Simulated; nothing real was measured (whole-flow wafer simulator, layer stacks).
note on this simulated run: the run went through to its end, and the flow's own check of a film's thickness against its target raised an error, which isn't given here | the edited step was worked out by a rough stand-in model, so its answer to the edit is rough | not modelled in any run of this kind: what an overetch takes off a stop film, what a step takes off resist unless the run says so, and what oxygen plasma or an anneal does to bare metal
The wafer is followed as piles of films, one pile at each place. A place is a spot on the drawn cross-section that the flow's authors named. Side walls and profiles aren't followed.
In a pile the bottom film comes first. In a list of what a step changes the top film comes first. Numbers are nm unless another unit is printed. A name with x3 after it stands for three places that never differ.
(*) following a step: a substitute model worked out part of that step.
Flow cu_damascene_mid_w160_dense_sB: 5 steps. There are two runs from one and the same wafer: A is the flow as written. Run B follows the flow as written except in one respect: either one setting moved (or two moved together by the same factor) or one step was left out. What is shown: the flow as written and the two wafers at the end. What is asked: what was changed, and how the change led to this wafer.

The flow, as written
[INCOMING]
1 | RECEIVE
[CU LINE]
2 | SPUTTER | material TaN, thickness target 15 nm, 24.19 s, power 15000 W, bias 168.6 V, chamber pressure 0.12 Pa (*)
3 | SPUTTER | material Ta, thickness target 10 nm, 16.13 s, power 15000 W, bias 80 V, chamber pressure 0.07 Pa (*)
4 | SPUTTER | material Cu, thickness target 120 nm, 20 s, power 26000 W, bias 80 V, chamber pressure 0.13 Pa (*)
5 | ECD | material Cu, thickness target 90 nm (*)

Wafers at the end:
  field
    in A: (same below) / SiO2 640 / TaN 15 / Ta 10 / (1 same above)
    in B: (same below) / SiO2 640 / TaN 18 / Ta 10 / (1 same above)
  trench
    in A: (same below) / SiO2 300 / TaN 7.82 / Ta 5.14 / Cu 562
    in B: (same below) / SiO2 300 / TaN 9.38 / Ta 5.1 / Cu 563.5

The reason: step 2, SPUTTER: 29.03 s was run, though the flow has 24.19 s.

The path from the change to this, step by step:
  2 | SPUTTER | material TaN, thickness target 15 nm, 24.19 s, power 15000 W, bias 168.6 V, chamber pressure 0.12 Pa (*)
      field: A TaN gains 15 (new film) | B TaN gains 18 (new film)
      trench: A TaN gains 7.82 (new film) | B TaN gains 9.38 (new film)
